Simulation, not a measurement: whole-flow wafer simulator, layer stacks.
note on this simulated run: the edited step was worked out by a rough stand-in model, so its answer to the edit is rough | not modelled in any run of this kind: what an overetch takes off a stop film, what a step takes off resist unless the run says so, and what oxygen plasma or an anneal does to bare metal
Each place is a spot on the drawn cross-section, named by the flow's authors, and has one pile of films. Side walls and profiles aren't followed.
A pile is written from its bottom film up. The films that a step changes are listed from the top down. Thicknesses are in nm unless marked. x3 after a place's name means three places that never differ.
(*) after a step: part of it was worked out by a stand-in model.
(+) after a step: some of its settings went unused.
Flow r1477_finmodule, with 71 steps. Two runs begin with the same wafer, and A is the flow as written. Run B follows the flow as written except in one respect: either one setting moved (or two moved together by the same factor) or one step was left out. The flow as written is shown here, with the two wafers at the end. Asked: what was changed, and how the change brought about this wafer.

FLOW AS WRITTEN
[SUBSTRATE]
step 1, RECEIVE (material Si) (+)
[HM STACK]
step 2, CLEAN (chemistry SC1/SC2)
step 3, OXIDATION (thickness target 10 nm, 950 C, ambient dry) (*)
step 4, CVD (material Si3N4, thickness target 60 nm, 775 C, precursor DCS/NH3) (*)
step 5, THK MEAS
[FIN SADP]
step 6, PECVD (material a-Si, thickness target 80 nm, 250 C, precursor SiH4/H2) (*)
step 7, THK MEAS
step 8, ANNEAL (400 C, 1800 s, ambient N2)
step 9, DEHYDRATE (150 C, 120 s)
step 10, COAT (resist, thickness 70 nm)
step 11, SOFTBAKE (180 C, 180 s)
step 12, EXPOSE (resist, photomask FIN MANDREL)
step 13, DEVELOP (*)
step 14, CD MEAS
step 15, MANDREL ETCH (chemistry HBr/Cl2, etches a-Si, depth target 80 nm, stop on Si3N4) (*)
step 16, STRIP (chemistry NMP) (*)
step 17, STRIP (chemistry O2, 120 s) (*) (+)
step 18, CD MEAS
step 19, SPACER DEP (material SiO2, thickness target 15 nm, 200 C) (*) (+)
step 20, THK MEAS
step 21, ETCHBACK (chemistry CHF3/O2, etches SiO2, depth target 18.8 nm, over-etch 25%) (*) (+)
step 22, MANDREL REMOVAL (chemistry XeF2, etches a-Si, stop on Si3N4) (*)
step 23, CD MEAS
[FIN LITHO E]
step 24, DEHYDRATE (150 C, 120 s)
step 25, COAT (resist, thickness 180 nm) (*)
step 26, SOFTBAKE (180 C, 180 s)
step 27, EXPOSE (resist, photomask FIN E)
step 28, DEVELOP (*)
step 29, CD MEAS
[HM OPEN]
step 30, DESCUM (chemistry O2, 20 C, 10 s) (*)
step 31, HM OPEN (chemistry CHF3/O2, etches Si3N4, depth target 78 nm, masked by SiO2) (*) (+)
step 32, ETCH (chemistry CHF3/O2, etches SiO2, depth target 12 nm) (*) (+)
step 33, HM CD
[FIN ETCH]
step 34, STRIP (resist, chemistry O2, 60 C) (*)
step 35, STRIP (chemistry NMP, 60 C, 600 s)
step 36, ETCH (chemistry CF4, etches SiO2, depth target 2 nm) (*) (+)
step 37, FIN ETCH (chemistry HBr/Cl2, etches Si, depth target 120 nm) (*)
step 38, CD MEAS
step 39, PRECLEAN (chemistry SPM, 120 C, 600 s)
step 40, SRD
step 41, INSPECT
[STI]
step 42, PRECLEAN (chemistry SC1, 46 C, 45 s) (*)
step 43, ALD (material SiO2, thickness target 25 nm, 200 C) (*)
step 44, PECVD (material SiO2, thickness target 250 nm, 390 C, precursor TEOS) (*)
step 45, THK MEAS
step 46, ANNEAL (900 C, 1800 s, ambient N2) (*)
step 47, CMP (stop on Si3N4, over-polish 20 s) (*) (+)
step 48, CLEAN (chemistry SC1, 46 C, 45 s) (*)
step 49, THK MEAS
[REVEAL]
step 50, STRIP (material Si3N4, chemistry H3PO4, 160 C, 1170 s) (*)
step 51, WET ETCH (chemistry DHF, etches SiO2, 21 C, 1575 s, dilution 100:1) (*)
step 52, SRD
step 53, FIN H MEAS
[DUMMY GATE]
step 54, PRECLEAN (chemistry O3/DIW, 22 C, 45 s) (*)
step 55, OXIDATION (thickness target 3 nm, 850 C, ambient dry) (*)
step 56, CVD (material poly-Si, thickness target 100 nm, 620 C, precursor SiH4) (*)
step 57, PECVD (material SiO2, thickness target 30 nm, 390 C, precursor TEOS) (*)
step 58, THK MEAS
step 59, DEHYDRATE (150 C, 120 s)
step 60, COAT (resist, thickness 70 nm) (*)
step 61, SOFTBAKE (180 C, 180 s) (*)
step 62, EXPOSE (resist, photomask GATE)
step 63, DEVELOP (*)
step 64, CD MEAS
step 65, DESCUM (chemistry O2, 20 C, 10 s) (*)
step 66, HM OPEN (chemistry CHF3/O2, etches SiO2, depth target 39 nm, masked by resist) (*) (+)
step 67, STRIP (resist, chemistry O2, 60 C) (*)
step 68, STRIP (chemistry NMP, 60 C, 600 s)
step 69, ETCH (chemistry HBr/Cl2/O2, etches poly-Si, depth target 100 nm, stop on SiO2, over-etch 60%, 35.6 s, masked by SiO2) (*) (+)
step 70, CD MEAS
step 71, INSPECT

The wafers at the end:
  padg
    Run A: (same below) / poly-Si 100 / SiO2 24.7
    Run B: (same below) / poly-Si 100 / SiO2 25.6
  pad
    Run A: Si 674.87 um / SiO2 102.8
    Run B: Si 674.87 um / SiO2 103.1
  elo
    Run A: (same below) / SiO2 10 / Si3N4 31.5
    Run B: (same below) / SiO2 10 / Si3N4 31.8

Cause: step 69, ETCH: depth target 82.5 nm was run, though the flow has depth target 100 nm.

The path from the change to this, step by step:
  step 69, ETCH (chemistry HBr/Cl2/O2, etches poly-Si, depth target 100 nm, stop on SiO2, over-etch 60%, 35.6 s, masked by SiO2) (*) (+)
      padg, elg, esg and 15 more: A SiO2 loses 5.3 | B SiO2 loses 4.37
